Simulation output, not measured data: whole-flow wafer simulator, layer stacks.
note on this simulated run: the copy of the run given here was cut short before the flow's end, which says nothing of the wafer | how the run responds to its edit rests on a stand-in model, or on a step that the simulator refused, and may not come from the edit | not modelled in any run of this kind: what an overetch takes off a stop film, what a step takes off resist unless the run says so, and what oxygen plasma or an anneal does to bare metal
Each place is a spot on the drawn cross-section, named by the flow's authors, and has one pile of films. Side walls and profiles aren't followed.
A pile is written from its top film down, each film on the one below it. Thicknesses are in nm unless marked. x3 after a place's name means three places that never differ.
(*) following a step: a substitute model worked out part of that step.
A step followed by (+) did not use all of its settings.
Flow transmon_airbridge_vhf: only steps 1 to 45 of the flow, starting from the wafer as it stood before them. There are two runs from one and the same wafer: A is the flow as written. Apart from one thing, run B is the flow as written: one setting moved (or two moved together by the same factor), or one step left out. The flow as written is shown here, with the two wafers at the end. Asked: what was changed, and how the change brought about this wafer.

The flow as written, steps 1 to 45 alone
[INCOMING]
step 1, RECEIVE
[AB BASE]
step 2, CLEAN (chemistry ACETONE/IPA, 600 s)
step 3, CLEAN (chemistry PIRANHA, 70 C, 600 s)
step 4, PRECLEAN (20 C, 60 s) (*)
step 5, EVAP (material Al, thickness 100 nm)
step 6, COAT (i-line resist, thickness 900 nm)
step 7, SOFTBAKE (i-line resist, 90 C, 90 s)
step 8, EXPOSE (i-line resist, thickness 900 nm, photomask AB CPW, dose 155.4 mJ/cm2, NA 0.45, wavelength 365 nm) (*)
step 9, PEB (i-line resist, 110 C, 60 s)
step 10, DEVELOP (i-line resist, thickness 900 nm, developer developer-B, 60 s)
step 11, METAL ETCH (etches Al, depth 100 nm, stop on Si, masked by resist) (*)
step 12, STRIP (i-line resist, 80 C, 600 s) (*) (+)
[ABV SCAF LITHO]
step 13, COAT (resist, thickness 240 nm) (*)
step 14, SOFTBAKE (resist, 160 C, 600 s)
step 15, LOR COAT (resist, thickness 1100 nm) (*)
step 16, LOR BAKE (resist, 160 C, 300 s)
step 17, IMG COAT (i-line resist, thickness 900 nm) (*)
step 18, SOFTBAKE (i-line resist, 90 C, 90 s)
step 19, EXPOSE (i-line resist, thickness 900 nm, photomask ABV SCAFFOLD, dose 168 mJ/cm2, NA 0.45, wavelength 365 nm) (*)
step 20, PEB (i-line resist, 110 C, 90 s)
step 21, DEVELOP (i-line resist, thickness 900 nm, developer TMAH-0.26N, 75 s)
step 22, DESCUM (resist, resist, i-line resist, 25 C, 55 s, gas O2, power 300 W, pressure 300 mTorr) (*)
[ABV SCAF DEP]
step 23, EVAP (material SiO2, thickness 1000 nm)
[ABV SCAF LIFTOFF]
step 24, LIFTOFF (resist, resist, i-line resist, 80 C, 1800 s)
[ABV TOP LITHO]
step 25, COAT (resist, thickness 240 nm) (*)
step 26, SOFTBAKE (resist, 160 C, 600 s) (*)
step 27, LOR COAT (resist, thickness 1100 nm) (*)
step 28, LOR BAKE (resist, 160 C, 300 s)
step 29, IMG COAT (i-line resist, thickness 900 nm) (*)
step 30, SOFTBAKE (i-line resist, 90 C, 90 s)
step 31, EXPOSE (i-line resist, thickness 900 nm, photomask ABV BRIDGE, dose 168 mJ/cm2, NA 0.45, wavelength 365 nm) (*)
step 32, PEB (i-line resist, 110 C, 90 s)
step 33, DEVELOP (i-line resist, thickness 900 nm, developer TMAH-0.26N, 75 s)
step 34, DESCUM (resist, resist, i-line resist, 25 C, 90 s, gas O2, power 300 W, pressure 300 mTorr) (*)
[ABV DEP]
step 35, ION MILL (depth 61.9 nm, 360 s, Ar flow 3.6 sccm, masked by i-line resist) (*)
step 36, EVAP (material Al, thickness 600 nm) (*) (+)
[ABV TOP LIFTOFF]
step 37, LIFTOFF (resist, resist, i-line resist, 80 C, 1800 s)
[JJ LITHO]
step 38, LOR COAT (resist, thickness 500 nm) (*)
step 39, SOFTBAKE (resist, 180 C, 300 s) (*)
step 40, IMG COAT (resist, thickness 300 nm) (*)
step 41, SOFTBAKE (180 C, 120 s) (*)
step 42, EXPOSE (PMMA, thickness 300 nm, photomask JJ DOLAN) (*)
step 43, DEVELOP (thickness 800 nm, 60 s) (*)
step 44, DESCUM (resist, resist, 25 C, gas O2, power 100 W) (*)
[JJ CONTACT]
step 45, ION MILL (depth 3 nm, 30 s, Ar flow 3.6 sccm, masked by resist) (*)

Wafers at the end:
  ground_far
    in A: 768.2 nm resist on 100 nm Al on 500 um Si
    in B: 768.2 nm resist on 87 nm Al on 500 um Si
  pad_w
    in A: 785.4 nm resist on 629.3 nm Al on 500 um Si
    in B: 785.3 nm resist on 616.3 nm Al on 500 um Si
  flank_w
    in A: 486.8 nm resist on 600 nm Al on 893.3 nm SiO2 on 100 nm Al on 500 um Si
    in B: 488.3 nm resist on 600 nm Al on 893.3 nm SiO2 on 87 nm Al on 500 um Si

The reason: step 5, EVAP: thickness 87 nm was run, while the flow as written has thickness 100 nm.
One can read it off the wafer: ground_far has Al 87, and step 5 as written asks for 100 nm.

The path from the change to this, step by step:
  step 5, EVAP (material Al, thickness 100 nm)
      field x3, jj_line, ground_far and 12 more: A Al gains 100 (new film) | B Al gains 87 (new film)
  step 11, METAL ETCH (etches Al, depth 100 nm, stop on Si, masked by resist) (*)
      field x3, jj_line, gap_w, gap_e: A Al loses 100 (all of it) | B Al loses 87 (all of it)
